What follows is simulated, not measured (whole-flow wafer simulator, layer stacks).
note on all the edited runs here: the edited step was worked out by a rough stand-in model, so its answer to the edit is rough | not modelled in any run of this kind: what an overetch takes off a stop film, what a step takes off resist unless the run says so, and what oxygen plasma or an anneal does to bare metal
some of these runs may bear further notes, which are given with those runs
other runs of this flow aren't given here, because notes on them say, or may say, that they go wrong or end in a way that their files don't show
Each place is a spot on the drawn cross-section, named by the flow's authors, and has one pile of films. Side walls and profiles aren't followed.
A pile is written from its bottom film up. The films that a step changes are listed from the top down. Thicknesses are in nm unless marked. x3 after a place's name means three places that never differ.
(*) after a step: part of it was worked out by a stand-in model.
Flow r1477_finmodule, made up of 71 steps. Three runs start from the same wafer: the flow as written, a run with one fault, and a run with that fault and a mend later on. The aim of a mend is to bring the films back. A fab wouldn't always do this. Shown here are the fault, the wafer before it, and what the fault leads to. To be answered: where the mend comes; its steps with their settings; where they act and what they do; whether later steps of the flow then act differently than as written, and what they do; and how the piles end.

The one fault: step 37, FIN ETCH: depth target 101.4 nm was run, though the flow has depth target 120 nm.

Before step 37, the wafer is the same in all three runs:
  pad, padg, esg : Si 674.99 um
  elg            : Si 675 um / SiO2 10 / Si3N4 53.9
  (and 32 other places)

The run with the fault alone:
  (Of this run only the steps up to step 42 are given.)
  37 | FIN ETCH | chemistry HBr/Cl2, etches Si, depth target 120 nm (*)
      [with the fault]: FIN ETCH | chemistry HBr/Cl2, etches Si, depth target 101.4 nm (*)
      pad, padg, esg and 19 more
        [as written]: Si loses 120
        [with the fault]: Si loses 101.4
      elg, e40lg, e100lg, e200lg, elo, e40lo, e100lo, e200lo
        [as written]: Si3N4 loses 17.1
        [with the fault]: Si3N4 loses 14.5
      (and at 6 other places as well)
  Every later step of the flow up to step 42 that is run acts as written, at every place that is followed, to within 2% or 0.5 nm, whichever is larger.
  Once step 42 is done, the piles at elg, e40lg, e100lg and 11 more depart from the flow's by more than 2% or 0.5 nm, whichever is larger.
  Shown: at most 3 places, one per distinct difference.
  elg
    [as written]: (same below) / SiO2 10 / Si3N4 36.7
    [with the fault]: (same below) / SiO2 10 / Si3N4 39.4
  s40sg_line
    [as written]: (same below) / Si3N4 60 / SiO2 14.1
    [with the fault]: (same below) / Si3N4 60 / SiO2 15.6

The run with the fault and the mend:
  The mend follows step 38.
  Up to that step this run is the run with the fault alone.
  38a | FIN ETCH | chemistry HBr/Cl2, etches Si, depth target 18.6 nm (*) (the flow's step 37 again, with other settings)
      pad, padg, esg and 19 more
        Si loses 18.6
      elg, e40lg, e100lg, e200lg, elo, e40lo, e100lo, e200lo
        Si3N4 loses 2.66
      s40sg_line, s45sg_line, s50sg_line, s40so_line, s45so_line, s50so_line
        SiO2 loses 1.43
  Every later step of the flow that is run acts as written at every place that is followed.
  The piles end the same as the flow's at every place that both follow.
